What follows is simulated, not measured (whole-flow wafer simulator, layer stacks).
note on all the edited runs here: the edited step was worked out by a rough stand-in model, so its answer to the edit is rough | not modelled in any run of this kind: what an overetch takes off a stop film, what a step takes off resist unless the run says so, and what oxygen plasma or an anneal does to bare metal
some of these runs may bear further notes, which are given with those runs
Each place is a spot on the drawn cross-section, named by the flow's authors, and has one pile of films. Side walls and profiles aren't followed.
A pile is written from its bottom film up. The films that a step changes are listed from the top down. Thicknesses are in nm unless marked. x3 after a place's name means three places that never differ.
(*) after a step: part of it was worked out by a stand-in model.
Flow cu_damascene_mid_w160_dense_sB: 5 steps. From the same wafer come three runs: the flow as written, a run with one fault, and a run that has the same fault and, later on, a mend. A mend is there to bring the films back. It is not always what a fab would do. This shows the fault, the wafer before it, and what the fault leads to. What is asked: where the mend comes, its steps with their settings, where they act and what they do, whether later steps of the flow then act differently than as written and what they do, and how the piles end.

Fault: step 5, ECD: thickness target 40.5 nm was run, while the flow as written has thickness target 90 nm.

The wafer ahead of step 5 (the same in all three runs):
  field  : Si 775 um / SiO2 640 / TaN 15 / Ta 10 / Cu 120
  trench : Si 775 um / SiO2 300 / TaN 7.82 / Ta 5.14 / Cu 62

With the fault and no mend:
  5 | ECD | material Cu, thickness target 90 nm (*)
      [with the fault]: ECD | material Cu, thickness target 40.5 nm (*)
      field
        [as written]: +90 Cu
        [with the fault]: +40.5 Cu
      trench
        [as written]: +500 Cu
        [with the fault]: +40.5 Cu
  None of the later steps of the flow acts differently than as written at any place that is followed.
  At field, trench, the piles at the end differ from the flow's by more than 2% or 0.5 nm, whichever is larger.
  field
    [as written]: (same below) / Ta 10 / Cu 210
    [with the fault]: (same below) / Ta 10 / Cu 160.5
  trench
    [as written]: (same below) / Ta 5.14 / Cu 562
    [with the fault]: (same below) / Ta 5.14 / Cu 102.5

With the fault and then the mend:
  The mend follows step 5.
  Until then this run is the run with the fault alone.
  5a | ECD | material Cu, thickness target 49.5 nm (*) (the flow's step 5, run once more with other settings)
      field
        +49.5 Cu
      trench
        +459.5 Cu
  None of the later steps of the flow acts differently than as written at any place that is followed.
  By the end, the piles equal the flow's at every place that both follow.
